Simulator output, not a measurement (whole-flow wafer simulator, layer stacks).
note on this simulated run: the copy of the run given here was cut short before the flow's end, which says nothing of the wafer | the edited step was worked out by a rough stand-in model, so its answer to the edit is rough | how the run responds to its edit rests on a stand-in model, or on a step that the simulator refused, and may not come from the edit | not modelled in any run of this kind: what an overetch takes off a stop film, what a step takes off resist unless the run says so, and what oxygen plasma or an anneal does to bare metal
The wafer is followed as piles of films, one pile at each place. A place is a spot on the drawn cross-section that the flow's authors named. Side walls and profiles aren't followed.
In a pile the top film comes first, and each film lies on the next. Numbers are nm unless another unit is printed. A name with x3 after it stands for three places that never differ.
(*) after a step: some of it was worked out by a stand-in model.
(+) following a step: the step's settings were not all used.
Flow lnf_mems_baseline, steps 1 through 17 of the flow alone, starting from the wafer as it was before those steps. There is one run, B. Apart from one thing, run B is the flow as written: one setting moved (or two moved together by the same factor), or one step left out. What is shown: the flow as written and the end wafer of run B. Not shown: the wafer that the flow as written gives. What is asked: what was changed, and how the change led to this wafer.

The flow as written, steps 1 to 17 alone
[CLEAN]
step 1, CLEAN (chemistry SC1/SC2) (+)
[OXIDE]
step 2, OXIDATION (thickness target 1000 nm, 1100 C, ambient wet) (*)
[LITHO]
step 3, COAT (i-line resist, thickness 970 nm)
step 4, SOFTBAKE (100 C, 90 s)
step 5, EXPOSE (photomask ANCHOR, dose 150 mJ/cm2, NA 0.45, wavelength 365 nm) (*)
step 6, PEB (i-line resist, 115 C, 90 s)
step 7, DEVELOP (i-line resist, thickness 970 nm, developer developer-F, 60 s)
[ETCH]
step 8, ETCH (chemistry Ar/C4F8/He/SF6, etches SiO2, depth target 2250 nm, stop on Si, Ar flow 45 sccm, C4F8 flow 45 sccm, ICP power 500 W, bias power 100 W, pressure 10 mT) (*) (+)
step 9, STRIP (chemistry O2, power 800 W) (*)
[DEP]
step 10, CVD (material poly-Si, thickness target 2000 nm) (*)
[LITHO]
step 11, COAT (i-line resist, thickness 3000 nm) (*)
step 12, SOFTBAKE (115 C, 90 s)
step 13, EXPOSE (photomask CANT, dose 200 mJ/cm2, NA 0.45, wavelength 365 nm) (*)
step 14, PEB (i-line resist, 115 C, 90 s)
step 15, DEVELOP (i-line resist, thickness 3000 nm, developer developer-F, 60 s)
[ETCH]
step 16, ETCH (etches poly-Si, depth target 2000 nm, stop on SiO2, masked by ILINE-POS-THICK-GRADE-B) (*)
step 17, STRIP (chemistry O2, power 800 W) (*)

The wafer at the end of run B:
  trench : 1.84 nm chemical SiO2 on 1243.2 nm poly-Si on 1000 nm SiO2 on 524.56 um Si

The reason: step 16, ETCH: depth target 756 nm was run, though the flow has depth target 2000 nm.

The path from the change to this, step by step:
  step 16, ETCH (etches poly-Si, depth target 2000 nm, stop on SiO2, masked by ILINE-POS-THICK-GRADE-B) (*)
      trench, char_slit: -756 poly-Si (as written it would have been: -2000 poly-Si (all of it))
      field, anchor, beam: -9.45 i-line resist (as written it would have been: -25 i-line resist)
  step 17, STRIP (chemistry O2, power 800 W) (*)
      trench, char_slit: +1.84 chemical SiO2 (new film), -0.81 poly-Si (as written it would have been: nothing)
